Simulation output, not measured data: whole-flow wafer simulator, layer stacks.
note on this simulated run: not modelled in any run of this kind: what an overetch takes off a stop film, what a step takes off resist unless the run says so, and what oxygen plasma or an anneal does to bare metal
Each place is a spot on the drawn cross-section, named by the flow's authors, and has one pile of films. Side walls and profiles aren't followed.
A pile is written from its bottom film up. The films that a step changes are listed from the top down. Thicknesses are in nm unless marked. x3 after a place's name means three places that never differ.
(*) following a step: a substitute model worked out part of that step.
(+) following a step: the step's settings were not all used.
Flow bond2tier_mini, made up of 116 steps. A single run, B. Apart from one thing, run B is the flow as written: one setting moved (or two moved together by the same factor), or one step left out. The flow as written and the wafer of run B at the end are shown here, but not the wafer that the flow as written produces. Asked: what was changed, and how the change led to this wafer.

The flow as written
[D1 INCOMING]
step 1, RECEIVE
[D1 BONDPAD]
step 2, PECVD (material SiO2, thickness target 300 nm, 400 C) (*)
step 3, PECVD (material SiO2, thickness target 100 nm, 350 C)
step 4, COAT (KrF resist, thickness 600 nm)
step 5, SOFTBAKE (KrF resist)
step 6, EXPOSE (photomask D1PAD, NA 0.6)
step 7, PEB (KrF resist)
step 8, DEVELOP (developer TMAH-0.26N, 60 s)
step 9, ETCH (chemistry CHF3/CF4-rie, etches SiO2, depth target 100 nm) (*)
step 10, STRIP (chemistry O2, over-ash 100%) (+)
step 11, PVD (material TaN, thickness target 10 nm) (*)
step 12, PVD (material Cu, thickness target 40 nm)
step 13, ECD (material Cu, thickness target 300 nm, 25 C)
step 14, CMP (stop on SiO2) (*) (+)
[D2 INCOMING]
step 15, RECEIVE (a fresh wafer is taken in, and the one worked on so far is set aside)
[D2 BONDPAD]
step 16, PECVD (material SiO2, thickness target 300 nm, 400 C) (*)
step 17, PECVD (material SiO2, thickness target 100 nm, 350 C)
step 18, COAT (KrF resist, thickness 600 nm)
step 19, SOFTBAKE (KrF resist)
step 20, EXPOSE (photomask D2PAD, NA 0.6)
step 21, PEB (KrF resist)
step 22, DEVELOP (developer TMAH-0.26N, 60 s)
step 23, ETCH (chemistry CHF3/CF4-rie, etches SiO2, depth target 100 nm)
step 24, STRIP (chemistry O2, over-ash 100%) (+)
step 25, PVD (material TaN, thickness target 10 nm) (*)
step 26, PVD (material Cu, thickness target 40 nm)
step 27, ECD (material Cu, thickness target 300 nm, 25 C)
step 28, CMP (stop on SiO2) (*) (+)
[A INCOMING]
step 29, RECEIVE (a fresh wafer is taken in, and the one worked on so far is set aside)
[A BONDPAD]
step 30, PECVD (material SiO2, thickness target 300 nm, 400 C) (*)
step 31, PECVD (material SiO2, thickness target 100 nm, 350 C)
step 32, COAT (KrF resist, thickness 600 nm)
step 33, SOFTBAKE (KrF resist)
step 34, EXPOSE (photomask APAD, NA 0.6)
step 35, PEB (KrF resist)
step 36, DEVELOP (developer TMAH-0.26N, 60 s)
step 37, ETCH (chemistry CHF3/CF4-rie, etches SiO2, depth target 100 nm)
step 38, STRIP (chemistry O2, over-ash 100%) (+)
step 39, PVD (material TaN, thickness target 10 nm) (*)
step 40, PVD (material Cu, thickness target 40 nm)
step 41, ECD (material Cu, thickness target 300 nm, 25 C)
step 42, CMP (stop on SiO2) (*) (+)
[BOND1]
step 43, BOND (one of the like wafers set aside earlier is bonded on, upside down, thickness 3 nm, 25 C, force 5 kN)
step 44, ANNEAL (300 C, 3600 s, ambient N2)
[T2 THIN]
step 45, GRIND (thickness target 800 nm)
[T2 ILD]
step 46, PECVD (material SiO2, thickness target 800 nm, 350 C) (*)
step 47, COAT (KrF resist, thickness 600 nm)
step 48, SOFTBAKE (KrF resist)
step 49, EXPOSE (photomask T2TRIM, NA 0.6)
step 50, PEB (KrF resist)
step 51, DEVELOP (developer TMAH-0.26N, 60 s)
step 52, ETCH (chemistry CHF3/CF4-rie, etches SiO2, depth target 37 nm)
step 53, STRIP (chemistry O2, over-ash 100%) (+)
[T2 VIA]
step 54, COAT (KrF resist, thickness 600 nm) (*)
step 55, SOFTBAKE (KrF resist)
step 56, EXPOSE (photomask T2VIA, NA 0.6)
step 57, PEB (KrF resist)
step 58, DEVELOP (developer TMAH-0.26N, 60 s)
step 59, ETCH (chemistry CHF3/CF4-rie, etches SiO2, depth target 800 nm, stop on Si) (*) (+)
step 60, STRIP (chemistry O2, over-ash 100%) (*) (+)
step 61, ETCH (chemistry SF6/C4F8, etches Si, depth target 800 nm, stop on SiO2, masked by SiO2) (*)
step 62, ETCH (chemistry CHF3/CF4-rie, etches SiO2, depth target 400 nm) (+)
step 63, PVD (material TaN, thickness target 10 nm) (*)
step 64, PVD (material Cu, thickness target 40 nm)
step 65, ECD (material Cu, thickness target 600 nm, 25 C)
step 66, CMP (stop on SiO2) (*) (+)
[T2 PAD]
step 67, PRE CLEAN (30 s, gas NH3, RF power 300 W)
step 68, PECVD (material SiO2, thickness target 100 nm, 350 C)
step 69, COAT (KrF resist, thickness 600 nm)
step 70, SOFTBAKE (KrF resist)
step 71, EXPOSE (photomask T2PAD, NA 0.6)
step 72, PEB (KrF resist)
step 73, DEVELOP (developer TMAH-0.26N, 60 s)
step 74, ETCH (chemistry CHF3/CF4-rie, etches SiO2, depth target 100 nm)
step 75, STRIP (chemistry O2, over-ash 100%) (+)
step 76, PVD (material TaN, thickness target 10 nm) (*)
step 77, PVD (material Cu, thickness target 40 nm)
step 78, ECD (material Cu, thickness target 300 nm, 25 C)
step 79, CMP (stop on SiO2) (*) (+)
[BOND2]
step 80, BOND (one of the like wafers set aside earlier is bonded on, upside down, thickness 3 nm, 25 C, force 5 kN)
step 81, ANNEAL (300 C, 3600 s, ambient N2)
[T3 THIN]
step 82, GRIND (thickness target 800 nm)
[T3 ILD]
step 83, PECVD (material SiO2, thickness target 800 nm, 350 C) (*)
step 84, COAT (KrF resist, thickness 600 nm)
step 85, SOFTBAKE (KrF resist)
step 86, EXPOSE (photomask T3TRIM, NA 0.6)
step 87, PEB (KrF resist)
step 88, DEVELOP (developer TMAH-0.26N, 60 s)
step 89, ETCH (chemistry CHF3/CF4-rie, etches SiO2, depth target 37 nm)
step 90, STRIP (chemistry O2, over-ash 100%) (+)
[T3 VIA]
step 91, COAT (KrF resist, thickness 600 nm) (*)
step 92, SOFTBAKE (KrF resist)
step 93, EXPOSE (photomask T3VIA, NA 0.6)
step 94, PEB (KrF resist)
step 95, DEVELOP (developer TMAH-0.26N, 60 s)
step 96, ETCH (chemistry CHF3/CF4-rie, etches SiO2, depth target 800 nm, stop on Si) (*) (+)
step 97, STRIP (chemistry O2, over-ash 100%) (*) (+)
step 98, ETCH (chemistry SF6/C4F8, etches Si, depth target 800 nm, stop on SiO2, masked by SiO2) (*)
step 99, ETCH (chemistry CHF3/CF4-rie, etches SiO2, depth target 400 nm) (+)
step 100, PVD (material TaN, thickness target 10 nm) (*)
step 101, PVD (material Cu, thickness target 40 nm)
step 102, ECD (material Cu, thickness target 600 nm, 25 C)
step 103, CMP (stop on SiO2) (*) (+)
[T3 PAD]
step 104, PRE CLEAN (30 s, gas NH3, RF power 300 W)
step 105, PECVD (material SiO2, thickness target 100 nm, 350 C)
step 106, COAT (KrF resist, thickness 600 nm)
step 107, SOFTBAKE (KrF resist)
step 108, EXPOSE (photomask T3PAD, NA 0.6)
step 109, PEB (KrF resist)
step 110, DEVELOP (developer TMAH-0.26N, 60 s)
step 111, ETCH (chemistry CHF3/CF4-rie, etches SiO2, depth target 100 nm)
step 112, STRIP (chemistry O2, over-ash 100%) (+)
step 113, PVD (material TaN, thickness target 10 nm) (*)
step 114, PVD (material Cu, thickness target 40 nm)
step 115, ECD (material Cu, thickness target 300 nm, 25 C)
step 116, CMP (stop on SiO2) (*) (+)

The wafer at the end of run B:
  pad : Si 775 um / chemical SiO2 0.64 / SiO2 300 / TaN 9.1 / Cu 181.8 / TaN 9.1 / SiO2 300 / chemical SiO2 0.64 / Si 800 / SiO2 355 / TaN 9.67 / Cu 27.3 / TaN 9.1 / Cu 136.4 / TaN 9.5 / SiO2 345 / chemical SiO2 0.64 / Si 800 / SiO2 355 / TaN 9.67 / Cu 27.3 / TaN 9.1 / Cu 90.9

Cause: step 23, ETCH: depth target 55 nm was run, whereas the flow has depth target 100 nm.

The path from the change to this, step by step:
  step 23, ETCH (chemistry CHF3/CF4-rie, etches SiO2, depth target 100 nm)
      pad, via: SiO2 loses 55 (as written it would have been: SiO2 loses 100)
      field: KrF resist loses 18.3 (as written it would have been: KrF resist loses 33.3)
  step 24, STRIP (chemistry O2, over-ash 100%) (+)
      field: KrF resist loses 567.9 (all of it) (as written it would have been: KrF resist loses 552.9 (all of it))
  step 26, PVD (material Cu, thickness target 40 nm)
      pad: Cu gains 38 (new film) (as written it would have been: Cu gains 36.4 (new film))
  step 27, ECD (material Cu, thickness target 300 nm, 25 C)
      pad: Cu gains 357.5 (as written it would have been: Cu gains 404.5)
      via: Cu gains 355 (as written it would have been: Cu gains 400.2)
  step 80, BOND (one of the like wafers set aside earlier is bonded on, upside down, thickness 3 nm, 25 C, force 5 kN)
      pad: Si gains 775 um (new film), chemical SiO2 gains 0.64 (new film), SiO2 gains 345 (new film), TaN gains 9.5 (new film), Cu gains 45.5 (as written it would have been: Si gains 775 um (new film), chemical SiO2 gains 0.64 (new film), SiO2 gains 300 (new film), TaN gains 9.1 (new film), Cu gains 90.9)
